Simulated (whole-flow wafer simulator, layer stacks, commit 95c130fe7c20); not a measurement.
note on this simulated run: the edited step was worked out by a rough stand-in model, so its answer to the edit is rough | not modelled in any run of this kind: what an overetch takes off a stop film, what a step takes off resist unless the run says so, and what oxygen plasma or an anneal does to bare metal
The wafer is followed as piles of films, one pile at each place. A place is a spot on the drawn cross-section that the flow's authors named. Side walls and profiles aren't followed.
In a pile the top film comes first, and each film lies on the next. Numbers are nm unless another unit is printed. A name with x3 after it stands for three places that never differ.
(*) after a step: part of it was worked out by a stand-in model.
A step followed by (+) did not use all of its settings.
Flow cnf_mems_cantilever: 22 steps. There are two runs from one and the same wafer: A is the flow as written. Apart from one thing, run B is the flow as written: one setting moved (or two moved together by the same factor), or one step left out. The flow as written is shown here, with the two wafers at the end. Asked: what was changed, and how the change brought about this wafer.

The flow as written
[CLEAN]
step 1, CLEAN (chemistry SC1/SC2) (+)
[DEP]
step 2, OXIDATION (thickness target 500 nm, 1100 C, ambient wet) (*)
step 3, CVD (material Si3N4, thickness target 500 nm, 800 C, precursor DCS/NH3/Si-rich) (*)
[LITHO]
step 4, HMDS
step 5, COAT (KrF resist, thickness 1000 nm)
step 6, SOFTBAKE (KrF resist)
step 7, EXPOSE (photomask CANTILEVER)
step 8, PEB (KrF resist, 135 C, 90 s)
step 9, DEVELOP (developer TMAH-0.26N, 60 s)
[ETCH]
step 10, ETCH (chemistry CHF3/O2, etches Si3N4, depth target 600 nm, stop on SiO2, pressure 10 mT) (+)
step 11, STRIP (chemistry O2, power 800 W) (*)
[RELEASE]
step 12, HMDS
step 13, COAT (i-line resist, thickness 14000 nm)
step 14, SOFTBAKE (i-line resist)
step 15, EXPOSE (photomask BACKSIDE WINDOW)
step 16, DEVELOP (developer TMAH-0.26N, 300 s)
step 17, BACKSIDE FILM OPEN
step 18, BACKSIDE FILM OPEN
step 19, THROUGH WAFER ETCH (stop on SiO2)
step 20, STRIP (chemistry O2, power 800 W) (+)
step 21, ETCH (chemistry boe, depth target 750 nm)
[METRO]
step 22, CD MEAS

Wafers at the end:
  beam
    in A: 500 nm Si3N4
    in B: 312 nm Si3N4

Cause: step 3, CVD: thickness target 312 nm was run, though the flow has thickness target 500 nm.
The wafer itself shows it: beam has Si3N4 312, and step 3 as written asks for 500 nm.

Step by step, how the change led to this:
  step 3, CVD (material Si3N4, thickness target 500 nm, 800 C, precursor DCS/NH3/Si-rich) (*)
      field, beam: A Si3N4 gains 500 (new film) | B Si3N4 gains 312 (new film)
  step 10, ETCH (chemistry CHF3/O2, etches Si3N4, depth target 600 nm, stop on SiO2, pressure 10 mT) (+)
      field: A Si3N4 loses 500 (all of it) | B Si3N4 loses 312 (all of it)
      beam: A KrF resist loses 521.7 | B KrF resist loses 407
  step 11, STRIP (chemistry O2, power 800 W) (*)
      beam: A KrF resist loses 419.9 (all of it) | B KrF resist loses 534.7 (all of it)
